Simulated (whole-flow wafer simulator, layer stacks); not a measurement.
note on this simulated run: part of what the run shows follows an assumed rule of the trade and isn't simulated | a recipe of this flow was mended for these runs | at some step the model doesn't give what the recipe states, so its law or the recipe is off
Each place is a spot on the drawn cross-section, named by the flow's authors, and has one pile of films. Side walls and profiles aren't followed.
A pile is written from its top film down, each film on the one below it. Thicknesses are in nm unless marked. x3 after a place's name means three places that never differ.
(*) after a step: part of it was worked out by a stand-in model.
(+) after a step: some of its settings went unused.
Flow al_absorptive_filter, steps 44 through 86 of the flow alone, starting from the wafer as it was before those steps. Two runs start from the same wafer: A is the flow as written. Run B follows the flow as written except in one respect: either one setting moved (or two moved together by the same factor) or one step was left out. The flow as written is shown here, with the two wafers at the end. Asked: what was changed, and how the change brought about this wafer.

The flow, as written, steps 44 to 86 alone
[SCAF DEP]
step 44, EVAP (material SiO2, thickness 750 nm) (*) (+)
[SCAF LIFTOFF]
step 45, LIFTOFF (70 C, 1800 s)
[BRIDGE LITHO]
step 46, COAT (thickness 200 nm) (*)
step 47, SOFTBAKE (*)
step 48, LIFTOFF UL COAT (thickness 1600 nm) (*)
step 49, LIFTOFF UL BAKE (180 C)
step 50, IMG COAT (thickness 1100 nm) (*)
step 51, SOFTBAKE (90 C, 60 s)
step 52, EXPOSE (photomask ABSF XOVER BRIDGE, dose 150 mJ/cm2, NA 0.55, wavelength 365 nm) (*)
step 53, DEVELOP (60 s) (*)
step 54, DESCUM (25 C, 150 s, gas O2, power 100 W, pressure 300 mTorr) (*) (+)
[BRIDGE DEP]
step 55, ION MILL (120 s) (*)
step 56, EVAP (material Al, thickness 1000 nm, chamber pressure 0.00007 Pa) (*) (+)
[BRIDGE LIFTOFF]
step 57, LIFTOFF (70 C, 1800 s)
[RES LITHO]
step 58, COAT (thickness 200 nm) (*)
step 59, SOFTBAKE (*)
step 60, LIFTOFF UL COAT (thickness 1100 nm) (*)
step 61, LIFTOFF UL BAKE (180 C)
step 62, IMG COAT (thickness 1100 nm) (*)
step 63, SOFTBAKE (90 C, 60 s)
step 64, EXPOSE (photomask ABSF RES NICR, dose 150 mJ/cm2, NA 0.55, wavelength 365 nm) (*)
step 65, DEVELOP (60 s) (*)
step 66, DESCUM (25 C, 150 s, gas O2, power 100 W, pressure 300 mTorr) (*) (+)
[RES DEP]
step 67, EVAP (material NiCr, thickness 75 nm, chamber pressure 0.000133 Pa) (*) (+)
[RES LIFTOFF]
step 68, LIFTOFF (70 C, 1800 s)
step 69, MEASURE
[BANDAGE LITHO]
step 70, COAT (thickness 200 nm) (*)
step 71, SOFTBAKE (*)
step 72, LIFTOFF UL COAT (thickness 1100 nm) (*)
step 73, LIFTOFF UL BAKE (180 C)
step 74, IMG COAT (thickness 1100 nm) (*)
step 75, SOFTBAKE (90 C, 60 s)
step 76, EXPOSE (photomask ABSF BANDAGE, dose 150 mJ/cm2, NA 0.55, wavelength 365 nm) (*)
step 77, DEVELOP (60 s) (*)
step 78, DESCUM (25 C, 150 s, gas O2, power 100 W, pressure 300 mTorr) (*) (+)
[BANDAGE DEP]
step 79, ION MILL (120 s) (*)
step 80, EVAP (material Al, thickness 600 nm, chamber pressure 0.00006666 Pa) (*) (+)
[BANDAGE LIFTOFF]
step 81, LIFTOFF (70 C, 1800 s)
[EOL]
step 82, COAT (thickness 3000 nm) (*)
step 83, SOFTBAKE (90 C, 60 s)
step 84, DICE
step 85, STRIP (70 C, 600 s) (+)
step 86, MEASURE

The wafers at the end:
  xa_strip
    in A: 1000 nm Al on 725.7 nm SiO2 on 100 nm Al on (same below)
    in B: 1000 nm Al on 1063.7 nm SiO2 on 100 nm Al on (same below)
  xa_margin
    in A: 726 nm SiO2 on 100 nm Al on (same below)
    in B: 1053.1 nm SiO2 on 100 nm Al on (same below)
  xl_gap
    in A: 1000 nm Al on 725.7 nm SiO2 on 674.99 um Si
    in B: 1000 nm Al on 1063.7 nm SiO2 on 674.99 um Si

The reason: step 44, EVAP: thickness 1088 nm was run, while the flow as written has thickness 750 nm.

The path from the change to this, step by step:
  step 44, EVAP (material SiO2, thickness 750 nm) (*) (+)
      gnd, pad_far, pad_near and 10 more: A +750 SiO2 (new film) | B +1088 SiO2 (new film)
      xa_margin: A +726 SiO2 (new film) | B +1053.1 SiO2 (new film)
  step 45, LIFTOFF (70 C, 1800 s)
      gnd, xa_field, xl_land, idc_field: A -750 SiO2 (all of it), -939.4 i-line-resist (all of it), -1100 lift-off-underlayer (all of it), -200 acrylic-e-beam-resist (all of it) | B -1088 SiO2 (all of it), -939.4 i-line-resist (all of it), -1100 lift-off-underlayer (all of it), -200 acrylic-e-beam-resist (all of it)
      pad_far: A -750 SiO2 (all of it), -937 i-line-resist (all of it), -1092.7 lift-off-underlayer (all of it), -198.5 acrylic-e-beam-resist (all of it) | B -1088 SiO2 (all of it), -937 i-line-resist (all of it), -1092.7 lift-off-underlayer (all of it), -198.5 acrylic-e-beam-resist (all of it)
      (as well as at 5 more places)
  step 46, COAT (thickness 200 nm) (*)
      xa_margin: A +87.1 acrylic-e-beam-resist (new film) | B +77.5 acrylic-e-beam-resist (new film)
      xa_strip: A +156.7 acrylic-e-beam-resist (new film) | B +129.4 acrylic-e-beam-resist (new film)
      (as well as at 3 more places)
  step 48, LIFTOFF UL COAT (thickness 1600 nm) (*)
      xa_margin: A +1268 lift-off-underlayer (new film) | B +1109.9 lift-off-underlayer (new film)
      xa_strip: A +1219 lift-off-underlayer (new film) | B +1092 lift-off-underlayer (new film)
      (as well as at 3 more places)
  step 50, IMG COAT (thickness 1100 nm) (*)
      xa_margin: A +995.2 i-line-resist (new film) | B +930.8 i-line-resist (new film)
      xa_strip: A +962 i-line-resist (new film) | B +881 i-line-resist (new film)
      (as well as at 2 more places)
  step 51, SOFTBAKE (90 C, 60 s)
      xa_margin: A -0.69 i-line-resist | B -1.29 i-line-resist
      xa_strip: A -1.93 i-line-resist | B -2.92 i-line-resist
      (as well as at 2 more places)
  step 53, DEVELOP (60 s) (*)
      xa_strip: A -960.1 i-line-resist (all of it), -1219 lift-off-underlayer (all of it) | B -878.1 i-line-resist (all of it), -1092 lift-off-underlayer (all of it)
      xl_land: A -1117.3 i-line-resist (all of it), -1706.9 lift-off-underlayer (all of it) | B -1128.2 i-line-resist (all of it), -1765.9 lift-off-underlayer (all of it)
      (as well as at 2 more places)
  step 54, DESCUM (25 C, 150 s, gas O2, power 100 W, pressure 300 mTorr) (*) (+)
      gnd, pad_far, pad_near and 7 more: A -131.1 i-line-resist | B -135.9 i-line-resist
      xa_strip: A -156.7 acrylic-e-beam-resist (all of it) | B -129.4 acrylic-e-beam-resist (all of it)
      (as well as at 3 more places)
  step 57, LIFTOFF (70 C, 1800 s)
      xa_margin: A -1000 Al (all of it), -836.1 i-line-resist (all of it), -1268 lift-off-underlayer (all of it), -87.1 acrylic-e-beam-resist (all of it) | B -1000 Al (all of it), -766.4 i-line-resist (all of it), -1109.9 lift-off-underlayer (all of it), -77.5 acrylic-e-beam-resist (all of it)
  step 58, COAT (thickness 200 nm) (*)
      xa_margin: A +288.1 acrylic-e-beam-resist (new film) | B +241.8 acrylic-e-beam-resist (new film)
      xa_strip: A +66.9 acrylic-e-beam-resist (new film) | B +52.4 acrylic-e-beam-resist (new film)
      (as well as at 2 more places)
  step 60, LIFTOFF UL COAT (thickness 1100 nm) (*)
      xa_margin: A +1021 lift-off-underlayer (new film) | B +952 lift-off-underlayer (new film)
      xa_strip: A +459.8 lift-off-underlayer (new film) | B +396.9 lift-off-underlayer (new film)
      (as well as at 2 more places)
  step 62, IMG COAT (thickness 1100 nm) (*)
      xa_margin: A +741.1 i-line-resist (new film) | B +646.9 i-line-resist (new film)
      xa_strip: A +577.9 i-line-resist (new film) | B +454.2 i-line-resist (new film)
      (as well as at 2 more places)
  step 63, SOFTBAKE (90 C, 60 s)
      xa_strip: A -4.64 i-line-resist | B -3.85 i-line-resist
      xl_gap: A -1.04 i-line-resist | B -1.87 i-line-resist
      (as well as at 1 more place)
  step 68, LIFTOFF (70 C, 1800 s)
      xa_margin: A -75 NiCr (all of it), -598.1 i-line-resist (all of it), -1021 lift-off-underlayer (all of it), -288.1 acrylic-e-beam-resist (all of it) | B -75 NiCr (all of it), -503.4 i-line-resist (all of it), -952 lift-off-underlayer (all of it), -241.8 acrylic-e-beam-resist (all of it)
      xa_strip: A -75 NiCr (all of it), -433.3 i-line-resist (all of it), -459.8 lift-off-underlayer (all of it), -66.9 acrylic-e-beam-resist (all of it) | B -75 NiCr (all of it), -310.4 i-line-resist (all of it), -396.9 lift-off-underlayer (all of it), -52.4 acrylic-e-beam-resist (all of it)
      (as well as at 2 more places)
  step 70, COAT (thickness 200 nm) (*)
      xa_margin: A +288.1 acrylic-e-beam-resist (new film) | B +241.8 acrylic-e-beam-resist (new film)
      xa_strip: A +66.9 acrylic-e-beam-resist (new film) | B +52.4 acrylic-e-beam-resist (new film)
      (as well as at 2 more places)
  step 72, LIFTOFF UL COAT (thickness 1100 nm) (*)
      xa_margin: A +1021 lift-off-underlayer (new film) | B +952 lift-off-underlayer (new film)
      xa_strip: A +459.8 lift-off-underlayer (new film) | B +396.9 lift-off-underlayer (new film)
      (as well as at 2 more places)
  ... 5 other steps ...
  step 85, STRIP (70 C, 600 s) (+)
      xa_margin: A -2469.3 i-line-resist (all of it) | B -2209.5 i-line-resist (all of it)
      xa_strip: A -1477 i-line-resist (all of it) | B -1211.8 i-line-resist (all of it)
      (as well as at 2 more places)
